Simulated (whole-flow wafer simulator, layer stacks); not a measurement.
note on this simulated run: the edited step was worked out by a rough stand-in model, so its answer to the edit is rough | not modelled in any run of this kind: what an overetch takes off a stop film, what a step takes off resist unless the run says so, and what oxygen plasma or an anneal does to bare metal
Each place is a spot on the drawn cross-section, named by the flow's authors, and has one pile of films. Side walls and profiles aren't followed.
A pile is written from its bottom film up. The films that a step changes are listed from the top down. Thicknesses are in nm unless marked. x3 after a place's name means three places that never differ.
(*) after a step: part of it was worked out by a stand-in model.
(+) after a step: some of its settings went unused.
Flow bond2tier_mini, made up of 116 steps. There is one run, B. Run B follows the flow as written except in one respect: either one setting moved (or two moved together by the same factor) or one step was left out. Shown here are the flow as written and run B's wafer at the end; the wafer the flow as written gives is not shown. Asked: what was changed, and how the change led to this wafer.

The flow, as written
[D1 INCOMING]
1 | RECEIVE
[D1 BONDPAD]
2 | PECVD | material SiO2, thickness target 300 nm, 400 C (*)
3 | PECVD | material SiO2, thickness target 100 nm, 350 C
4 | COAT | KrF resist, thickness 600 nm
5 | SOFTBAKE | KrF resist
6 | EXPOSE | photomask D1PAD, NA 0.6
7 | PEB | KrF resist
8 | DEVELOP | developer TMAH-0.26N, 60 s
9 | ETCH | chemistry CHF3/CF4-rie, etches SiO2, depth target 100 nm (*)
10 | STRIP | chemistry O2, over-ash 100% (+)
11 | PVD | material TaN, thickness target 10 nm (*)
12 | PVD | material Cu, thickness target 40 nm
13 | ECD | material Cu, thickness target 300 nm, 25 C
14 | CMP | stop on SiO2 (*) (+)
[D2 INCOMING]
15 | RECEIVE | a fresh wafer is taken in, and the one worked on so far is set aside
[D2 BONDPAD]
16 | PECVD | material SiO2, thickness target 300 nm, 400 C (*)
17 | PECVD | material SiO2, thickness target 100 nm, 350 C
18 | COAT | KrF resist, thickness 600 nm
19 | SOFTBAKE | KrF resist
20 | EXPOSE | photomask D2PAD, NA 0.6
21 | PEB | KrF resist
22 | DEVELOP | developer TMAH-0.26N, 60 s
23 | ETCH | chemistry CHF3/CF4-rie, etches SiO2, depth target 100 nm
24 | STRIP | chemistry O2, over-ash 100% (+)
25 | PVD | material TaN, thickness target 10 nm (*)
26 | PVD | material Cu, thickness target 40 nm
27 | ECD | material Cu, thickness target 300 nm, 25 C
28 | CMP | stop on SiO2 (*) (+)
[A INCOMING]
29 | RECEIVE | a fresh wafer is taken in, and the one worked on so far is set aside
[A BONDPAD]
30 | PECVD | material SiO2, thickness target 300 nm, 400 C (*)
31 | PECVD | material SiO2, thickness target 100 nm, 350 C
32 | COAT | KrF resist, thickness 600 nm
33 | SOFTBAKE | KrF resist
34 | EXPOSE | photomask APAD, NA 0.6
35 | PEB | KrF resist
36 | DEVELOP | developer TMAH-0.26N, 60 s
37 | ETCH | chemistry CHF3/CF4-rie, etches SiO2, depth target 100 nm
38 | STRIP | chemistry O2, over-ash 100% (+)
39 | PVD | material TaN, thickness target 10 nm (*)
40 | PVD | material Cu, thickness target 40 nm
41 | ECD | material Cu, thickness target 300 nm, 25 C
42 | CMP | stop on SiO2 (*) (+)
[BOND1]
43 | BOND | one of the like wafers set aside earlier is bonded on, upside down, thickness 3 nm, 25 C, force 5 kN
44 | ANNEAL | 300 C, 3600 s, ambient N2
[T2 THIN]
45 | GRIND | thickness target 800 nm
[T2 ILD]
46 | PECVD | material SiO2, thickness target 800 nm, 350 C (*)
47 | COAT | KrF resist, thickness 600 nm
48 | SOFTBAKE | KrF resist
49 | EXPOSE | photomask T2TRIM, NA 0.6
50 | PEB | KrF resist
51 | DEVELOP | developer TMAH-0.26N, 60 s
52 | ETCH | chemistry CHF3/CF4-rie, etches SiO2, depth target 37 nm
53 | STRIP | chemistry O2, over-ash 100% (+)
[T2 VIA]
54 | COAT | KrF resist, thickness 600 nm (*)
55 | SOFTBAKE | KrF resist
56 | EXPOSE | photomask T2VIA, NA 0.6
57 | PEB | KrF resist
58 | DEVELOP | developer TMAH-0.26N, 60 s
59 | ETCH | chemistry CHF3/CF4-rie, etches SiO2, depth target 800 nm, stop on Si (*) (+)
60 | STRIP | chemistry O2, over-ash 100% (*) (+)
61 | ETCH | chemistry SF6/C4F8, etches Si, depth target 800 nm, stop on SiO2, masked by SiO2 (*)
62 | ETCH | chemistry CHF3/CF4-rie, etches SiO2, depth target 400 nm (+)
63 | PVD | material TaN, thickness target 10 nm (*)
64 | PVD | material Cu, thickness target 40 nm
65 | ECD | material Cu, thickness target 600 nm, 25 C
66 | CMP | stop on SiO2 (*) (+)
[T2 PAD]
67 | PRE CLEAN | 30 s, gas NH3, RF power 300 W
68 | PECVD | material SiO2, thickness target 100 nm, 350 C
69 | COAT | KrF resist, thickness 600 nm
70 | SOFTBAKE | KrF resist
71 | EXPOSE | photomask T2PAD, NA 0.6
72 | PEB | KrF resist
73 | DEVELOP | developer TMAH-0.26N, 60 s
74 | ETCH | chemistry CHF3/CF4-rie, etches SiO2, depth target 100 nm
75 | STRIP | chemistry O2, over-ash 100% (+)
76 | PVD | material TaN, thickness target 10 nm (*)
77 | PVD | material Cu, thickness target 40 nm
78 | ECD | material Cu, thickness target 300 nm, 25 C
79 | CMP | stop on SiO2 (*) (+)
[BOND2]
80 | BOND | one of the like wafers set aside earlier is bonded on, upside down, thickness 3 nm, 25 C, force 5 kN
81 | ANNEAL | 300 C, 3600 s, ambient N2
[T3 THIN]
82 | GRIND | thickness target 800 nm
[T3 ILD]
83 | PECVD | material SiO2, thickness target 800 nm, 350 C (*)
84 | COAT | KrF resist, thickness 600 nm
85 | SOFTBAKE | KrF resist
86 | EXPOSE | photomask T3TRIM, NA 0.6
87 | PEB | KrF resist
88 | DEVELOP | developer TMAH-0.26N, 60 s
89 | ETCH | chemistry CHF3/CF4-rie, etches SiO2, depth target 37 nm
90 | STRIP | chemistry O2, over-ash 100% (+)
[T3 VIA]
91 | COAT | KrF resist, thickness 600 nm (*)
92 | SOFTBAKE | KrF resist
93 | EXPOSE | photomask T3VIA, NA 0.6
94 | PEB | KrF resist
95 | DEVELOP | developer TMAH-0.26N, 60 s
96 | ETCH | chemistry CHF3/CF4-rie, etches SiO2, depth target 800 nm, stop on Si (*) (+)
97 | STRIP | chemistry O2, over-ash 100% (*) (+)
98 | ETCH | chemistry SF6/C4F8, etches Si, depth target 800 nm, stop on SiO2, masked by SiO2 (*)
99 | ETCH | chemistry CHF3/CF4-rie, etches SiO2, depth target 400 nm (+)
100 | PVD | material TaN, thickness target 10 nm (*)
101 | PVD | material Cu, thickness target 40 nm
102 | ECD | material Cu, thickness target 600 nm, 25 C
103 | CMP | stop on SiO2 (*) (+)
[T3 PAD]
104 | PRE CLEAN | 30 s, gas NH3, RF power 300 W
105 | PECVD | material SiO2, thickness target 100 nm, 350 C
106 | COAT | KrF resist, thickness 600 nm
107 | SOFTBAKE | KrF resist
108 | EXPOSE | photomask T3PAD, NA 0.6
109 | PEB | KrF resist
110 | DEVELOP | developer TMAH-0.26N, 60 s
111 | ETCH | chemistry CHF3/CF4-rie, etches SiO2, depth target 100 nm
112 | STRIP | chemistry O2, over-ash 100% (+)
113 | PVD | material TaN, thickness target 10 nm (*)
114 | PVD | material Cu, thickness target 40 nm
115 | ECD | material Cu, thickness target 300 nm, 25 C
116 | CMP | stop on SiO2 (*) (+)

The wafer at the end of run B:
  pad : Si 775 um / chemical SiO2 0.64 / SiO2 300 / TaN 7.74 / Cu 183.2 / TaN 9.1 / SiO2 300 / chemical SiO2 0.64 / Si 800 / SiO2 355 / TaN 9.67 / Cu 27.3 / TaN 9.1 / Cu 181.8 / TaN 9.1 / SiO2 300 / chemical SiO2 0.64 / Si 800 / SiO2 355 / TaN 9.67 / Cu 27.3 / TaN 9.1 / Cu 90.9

Cause: step 39, PVD: thickness target 8.5 nm was run, whereas the flow has thickness target 10 nm.

Step by step, how the change led to this:
  39 | PVD | material TaN, thickness target 10 nm (*)
      field: TaN gains 8.5 (new film) (in the flow as written it would be: TaN gains 10 (new film))
      pad: TaN gains 7.74 (new film) (in the flow as written it would be: TaN gains 9.1 (new film))
      (and at 1 other place as well)
  42 | CMP | stop on SiO2 (*) (+)
      field: Cu loses 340 (all of it), TaN loses 8.5 (all of it) (in the flow as written it would be: Cu loses 340 (all of it), TaN loses 10 (all of it))
